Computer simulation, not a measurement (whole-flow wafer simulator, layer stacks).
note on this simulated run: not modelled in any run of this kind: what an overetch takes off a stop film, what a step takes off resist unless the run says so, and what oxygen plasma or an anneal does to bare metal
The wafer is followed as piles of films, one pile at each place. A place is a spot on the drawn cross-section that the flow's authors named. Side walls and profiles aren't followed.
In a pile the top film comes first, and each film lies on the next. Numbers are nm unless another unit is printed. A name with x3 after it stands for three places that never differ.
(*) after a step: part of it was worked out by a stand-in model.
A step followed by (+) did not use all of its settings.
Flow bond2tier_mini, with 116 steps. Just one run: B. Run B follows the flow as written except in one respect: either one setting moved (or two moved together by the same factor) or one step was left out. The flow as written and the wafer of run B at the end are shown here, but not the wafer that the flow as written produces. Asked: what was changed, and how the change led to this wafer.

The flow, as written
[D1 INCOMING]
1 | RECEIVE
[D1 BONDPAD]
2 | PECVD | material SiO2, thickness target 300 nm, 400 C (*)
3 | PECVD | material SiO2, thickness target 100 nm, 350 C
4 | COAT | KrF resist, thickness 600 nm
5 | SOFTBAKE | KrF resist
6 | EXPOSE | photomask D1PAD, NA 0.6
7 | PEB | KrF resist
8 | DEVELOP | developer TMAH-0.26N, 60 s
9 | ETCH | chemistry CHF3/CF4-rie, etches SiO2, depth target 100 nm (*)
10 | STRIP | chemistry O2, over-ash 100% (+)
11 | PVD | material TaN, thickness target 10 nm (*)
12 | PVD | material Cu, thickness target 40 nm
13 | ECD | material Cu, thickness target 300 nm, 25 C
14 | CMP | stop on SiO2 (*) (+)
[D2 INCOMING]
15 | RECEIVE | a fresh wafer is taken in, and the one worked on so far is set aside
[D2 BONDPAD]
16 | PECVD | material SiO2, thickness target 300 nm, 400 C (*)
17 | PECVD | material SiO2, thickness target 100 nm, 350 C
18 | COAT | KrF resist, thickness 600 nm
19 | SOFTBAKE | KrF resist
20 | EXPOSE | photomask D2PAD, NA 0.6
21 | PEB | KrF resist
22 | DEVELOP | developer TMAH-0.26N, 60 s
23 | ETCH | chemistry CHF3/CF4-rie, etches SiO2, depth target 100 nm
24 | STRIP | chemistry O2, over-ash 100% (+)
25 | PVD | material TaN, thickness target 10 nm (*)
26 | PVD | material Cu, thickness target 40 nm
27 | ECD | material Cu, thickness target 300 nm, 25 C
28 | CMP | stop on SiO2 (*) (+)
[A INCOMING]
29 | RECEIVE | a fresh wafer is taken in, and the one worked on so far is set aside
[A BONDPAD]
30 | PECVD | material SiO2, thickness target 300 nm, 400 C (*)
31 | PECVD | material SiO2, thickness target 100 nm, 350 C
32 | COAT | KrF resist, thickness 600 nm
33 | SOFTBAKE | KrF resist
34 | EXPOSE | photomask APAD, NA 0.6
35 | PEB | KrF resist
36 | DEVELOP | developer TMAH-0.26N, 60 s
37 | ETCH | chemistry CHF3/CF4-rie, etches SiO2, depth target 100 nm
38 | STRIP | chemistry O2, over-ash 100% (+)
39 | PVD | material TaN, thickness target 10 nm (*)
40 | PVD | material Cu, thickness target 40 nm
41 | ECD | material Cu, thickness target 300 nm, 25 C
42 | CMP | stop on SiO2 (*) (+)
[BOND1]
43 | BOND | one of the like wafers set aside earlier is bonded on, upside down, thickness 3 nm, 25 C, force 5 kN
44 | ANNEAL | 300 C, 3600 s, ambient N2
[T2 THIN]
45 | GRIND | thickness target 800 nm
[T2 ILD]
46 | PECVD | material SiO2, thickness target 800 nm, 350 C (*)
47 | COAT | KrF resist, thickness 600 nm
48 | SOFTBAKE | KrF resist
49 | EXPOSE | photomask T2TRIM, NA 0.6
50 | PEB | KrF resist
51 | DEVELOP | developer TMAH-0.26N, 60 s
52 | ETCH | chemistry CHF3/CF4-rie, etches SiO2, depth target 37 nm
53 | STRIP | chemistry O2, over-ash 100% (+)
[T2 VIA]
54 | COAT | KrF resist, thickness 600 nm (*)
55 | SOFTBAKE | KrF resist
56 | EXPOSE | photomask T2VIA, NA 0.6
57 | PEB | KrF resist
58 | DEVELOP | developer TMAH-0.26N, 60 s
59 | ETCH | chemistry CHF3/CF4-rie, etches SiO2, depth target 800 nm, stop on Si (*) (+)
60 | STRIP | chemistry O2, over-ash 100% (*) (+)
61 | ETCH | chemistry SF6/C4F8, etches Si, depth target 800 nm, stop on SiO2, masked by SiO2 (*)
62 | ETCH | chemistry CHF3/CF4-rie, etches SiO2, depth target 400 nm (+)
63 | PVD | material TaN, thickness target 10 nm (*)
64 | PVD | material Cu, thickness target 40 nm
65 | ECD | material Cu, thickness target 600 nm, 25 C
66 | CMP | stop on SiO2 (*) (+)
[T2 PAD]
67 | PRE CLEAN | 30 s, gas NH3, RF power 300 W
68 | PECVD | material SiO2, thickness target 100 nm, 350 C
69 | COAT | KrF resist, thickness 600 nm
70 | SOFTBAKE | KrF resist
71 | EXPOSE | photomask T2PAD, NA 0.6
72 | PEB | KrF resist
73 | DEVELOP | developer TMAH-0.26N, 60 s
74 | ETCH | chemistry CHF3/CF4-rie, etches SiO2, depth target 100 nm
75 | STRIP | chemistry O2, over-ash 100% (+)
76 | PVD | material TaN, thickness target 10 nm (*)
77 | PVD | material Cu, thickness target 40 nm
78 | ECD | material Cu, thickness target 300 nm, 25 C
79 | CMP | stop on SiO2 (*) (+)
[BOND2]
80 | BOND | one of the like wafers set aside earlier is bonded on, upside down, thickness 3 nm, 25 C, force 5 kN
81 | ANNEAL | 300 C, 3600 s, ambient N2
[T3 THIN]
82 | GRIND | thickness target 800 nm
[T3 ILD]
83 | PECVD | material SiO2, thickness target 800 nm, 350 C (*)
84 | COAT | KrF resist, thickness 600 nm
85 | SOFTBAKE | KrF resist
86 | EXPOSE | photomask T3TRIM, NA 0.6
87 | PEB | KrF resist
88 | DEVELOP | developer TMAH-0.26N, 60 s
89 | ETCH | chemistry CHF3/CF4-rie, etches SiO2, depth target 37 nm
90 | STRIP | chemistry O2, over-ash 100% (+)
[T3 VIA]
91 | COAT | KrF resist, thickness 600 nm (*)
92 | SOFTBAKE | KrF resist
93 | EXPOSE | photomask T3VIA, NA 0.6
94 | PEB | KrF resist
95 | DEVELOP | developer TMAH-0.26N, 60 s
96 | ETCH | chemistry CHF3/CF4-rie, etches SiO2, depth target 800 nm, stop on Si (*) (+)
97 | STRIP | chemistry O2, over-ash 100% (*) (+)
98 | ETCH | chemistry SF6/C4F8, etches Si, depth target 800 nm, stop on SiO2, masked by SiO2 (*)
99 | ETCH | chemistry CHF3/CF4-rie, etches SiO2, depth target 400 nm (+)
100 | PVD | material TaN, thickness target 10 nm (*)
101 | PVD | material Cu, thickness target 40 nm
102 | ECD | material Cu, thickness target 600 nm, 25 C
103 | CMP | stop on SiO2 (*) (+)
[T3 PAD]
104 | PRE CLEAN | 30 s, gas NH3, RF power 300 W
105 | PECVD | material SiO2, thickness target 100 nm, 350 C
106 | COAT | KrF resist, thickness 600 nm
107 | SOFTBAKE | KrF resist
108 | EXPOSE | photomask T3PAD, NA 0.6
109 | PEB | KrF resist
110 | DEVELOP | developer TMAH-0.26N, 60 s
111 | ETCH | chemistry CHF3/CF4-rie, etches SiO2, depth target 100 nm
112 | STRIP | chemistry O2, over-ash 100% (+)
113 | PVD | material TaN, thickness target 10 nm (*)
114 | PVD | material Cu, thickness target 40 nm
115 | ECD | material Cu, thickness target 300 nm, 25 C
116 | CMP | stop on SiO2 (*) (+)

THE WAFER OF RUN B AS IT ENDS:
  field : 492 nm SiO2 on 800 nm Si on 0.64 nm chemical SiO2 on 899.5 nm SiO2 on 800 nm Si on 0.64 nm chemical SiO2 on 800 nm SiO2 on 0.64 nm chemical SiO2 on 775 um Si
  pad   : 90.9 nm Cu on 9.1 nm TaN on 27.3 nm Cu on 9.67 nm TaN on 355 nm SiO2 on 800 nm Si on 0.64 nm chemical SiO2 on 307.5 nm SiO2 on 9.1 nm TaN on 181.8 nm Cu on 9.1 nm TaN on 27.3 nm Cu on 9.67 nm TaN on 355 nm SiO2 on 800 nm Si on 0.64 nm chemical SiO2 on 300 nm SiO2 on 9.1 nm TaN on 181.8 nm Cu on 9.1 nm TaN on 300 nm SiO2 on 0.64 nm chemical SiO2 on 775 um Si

Cause: step 17, PECVD: thickness target 107.5 nm was run, though the flow has thickness target 100 nm.

Step by step, how the change led to this:
  17 | PECVD | material SiO2, thickness target 100 nm, 350 C
      field, pad, via: +107.5 SiO2 (as written it would have been: +100 SiO2)
  80 | BOND | one of the like wafers set aside earlier is bonded on, upside down, thickness 3 nm, 25 C, force 5 kN
      pad: +775 um Si (new film), +0.64 chemical SiO2 (new film), +307.5 SiO2 (new film), +9.1 TaN (new film), +90.9 Cu (as written it would have been: +775 um Si (new film), +0.64 chemical SiO2 (new film), +300 SiO2 (new film), +9.1 TaN (new film), +90.9 Cu)
